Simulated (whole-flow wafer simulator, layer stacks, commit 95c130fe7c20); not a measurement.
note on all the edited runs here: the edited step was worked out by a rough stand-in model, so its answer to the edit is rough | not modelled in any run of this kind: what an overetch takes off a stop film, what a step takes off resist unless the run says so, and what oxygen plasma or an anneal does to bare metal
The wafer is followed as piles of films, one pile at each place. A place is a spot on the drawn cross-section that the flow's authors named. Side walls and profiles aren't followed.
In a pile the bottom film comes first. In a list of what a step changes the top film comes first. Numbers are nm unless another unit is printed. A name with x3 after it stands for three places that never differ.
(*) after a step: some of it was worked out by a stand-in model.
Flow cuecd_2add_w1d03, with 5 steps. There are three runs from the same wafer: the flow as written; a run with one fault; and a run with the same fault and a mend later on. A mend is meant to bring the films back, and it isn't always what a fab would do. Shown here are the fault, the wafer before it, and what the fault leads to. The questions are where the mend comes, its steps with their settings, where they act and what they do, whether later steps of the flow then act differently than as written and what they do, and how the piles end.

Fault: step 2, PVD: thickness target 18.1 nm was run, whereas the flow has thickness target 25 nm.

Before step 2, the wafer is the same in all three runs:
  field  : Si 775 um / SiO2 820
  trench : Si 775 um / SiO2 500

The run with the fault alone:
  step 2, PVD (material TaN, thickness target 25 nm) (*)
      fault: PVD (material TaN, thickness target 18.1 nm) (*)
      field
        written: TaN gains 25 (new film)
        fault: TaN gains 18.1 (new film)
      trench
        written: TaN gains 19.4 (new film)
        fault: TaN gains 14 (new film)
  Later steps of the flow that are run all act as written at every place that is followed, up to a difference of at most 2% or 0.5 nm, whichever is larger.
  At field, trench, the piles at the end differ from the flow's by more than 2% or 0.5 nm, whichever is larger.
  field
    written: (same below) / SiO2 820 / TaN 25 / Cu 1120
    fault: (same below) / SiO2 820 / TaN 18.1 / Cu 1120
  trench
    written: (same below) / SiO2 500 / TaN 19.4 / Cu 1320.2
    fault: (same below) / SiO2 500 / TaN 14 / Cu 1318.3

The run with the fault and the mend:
  After step 2 comes the mend.
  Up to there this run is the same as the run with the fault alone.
  step 2a, PVD (material TaN, thickness target 6.9 nm) (*) (the flow's step 2, run once more with other settings)
      field
        TaN gains 6.9
      trench
        TaN gains 5.3
  Later steps of the flow that are run all act as written at every place that is followed.
  The piles end only slightly different from the flow's at the places that both follow, by no more than 2% or 0.5 nm, whichever is larger.
